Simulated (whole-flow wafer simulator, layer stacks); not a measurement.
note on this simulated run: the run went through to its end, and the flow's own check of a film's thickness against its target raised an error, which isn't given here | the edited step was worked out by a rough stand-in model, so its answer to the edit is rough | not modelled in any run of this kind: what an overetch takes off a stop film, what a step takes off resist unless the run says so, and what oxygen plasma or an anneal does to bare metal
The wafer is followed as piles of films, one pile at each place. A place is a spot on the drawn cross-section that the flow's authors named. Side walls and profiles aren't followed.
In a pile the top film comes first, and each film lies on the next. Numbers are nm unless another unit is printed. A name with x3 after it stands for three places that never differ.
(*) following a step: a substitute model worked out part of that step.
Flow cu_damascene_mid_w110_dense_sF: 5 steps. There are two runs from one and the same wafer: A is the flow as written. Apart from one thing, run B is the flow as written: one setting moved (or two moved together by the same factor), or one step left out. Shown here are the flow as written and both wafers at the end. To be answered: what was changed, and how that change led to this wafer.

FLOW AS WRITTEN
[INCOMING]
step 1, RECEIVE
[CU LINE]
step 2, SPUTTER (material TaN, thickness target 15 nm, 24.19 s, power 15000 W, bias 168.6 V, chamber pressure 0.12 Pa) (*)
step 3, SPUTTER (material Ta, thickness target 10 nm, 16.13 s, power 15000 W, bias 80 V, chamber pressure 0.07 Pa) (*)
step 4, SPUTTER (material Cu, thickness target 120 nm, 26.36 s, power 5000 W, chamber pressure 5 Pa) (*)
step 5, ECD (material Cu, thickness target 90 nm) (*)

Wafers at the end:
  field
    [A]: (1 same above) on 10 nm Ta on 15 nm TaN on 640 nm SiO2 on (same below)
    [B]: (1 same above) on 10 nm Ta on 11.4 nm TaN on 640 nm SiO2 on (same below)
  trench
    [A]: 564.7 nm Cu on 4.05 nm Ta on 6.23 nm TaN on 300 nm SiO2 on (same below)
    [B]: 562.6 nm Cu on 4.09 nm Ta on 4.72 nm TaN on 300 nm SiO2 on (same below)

Cause: step 2, SPUTTER: power 11380 W was run, though the flow has power 15000 W.

The path from the change to this, step by step:
  step 2, SPUTTER (material TaN, thickness target 15 nm, 24.19 s, power 15000 W, bias 168.6 V, chamber pressure 0.12 Pa) (*)
      field: A TaN gains 15 (new film) | B TaN gains 11.4 (new film)
      trench: A TaN gains 6.23 (new film) | B TaN gains 4.72 (new film)
